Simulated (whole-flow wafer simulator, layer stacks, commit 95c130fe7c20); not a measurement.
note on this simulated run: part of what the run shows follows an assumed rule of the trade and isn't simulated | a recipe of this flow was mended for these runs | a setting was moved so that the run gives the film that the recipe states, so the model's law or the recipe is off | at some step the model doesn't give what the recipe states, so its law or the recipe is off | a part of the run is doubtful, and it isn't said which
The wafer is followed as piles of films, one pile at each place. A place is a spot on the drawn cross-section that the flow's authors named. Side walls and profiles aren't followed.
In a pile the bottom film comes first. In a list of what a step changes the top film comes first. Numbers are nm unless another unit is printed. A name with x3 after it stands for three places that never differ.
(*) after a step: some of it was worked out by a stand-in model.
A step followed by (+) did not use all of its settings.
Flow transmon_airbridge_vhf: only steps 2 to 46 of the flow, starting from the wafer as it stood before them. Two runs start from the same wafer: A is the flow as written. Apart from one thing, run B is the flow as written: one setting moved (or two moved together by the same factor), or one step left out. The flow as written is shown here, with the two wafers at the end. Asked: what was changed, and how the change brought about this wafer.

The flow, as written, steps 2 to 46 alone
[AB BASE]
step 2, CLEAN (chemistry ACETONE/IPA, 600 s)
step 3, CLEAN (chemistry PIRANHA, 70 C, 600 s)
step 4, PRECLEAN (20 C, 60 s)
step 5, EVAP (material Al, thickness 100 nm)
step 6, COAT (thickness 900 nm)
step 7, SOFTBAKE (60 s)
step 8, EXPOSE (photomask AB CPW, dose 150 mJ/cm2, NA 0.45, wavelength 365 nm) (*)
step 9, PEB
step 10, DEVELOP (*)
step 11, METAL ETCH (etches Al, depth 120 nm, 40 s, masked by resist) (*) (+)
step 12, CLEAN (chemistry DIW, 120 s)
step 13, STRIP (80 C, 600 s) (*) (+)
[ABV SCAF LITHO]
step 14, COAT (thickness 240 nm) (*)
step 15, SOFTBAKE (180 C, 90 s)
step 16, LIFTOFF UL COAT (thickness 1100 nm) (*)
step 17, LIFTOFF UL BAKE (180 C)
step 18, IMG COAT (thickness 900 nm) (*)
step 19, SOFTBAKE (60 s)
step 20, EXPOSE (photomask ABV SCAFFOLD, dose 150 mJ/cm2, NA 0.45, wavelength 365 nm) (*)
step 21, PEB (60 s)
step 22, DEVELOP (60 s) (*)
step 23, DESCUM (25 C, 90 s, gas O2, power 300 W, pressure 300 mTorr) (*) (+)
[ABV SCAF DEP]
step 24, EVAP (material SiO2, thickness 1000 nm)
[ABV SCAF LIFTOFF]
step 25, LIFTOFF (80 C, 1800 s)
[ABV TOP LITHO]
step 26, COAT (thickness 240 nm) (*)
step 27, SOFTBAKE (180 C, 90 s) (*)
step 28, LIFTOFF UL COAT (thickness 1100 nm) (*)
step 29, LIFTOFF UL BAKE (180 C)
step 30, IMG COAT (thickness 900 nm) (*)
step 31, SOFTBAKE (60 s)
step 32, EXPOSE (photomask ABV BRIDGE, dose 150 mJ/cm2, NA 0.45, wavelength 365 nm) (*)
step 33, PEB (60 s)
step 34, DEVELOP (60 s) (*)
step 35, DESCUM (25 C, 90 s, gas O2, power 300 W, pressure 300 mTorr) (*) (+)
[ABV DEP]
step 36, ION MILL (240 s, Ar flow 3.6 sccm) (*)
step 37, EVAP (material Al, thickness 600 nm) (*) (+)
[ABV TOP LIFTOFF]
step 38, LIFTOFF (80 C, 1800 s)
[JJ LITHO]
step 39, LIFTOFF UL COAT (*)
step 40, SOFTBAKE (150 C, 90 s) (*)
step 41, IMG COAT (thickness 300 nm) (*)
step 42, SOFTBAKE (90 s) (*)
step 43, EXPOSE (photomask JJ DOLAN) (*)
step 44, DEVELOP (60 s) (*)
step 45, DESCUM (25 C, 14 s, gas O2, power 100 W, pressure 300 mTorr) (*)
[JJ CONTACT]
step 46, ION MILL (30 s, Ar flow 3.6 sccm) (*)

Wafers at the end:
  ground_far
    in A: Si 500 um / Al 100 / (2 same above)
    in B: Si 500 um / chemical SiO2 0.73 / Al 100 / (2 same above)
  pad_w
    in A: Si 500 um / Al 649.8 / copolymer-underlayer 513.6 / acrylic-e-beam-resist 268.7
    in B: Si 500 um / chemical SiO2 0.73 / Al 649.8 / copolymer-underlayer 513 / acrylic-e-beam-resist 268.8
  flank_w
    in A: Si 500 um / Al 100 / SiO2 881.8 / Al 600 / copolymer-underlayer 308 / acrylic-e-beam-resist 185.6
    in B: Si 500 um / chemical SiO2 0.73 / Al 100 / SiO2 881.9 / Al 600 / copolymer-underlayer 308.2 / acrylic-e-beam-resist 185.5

Cause: step 4, PRECLEAN: 20 C, 60 s, was omitted.

How this came from the change, step by step:
  step 11, METAL ETCH (etches Al, depth 120 nm, 40 s, masked by resist) (*) (+)
      field x3, jj_line, gap_w, gap_e: A Al loses 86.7 (all of it), Si loses 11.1 | B Al loses 86.7 (all of it), chemical SiO2 loses 0.73 (all of it), Si loses 10.9
